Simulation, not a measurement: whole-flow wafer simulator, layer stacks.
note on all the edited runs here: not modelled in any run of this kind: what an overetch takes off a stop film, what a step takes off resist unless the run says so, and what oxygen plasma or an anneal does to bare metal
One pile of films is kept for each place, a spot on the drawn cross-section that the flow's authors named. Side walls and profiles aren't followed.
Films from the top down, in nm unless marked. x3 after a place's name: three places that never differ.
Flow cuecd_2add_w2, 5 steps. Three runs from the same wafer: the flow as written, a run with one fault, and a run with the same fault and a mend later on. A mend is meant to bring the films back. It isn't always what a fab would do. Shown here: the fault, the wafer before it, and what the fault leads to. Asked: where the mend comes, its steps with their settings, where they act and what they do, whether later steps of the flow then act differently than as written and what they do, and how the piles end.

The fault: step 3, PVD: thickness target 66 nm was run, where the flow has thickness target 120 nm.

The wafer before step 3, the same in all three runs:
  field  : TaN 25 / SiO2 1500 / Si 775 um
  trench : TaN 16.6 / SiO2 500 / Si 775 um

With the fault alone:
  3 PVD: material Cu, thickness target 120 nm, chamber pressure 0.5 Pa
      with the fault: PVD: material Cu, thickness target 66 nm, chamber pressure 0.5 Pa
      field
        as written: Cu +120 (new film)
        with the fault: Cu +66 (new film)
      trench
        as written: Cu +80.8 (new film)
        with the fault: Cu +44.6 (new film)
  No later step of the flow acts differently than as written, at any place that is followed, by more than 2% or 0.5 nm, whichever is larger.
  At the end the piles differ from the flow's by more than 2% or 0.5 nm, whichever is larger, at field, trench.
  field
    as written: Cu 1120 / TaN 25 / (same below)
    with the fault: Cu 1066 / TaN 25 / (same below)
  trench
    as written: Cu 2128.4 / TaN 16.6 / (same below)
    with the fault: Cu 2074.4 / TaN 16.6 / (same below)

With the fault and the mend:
  The mend comes after step 3.
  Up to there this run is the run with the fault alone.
  3a PVD: material Cu, thickness target 54 nm, chamber pressure 0.5 Pa (the flow's step 3 once more, with other settings)
      field
        Cu +54
      trench
        Cu +35.8
  No later step of the flow acts differently than as written, at any place that is followed, by more than 2% or 0.5 nm, whichever is larger.
  At the end the piles are the same as the flow's at every place that both follow.
